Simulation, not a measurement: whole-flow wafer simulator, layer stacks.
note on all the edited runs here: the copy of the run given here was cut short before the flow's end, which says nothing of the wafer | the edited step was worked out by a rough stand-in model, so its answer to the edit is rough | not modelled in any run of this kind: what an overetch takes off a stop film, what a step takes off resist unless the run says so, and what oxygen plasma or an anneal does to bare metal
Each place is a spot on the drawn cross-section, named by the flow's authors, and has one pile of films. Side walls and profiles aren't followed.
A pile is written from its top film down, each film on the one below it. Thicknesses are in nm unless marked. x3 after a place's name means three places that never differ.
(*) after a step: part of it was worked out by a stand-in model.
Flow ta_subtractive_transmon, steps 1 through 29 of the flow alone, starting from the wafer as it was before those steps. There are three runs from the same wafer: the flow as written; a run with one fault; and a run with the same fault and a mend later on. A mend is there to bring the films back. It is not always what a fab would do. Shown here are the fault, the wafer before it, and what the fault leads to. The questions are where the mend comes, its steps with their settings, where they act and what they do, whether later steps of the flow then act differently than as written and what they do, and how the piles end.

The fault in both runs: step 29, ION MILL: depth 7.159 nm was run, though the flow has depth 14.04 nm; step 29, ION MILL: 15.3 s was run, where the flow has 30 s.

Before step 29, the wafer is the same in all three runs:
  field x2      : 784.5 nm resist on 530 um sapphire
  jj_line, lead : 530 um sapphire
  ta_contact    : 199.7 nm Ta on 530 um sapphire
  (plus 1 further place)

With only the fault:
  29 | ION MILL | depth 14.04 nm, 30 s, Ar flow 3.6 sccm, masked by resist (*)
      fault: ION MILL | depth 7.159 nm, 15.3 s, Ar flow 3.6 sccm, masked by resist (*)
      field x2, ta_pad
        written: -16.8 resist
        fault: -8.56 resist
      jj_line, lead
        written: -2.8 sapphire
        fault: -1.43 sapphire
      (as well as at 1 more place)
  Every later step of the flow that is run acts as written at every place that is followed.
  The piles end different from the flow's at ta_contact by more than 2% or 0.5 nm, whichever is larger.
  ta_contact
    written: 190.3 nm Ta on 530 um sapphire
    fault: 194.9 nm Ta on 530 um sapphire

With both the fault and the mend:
  After step 29 comes the mend.
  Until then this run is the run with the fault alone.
  29a | ION MILL | depth 6.878 nm, 14.7 s, Ar flow 3.6 sccm, masked by resist (*) (a further turn of the flow's step 29, with different settings)
      field x2, ta_pad
        -8.23 resist
      jj_line, lead
        -1.37 sapphire
      ta_contact
        -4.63 Ta
  Every later step of the flow that is run acts as written at every place that is followed.
  By the end, the piles equal the flow's at every place that both follow.
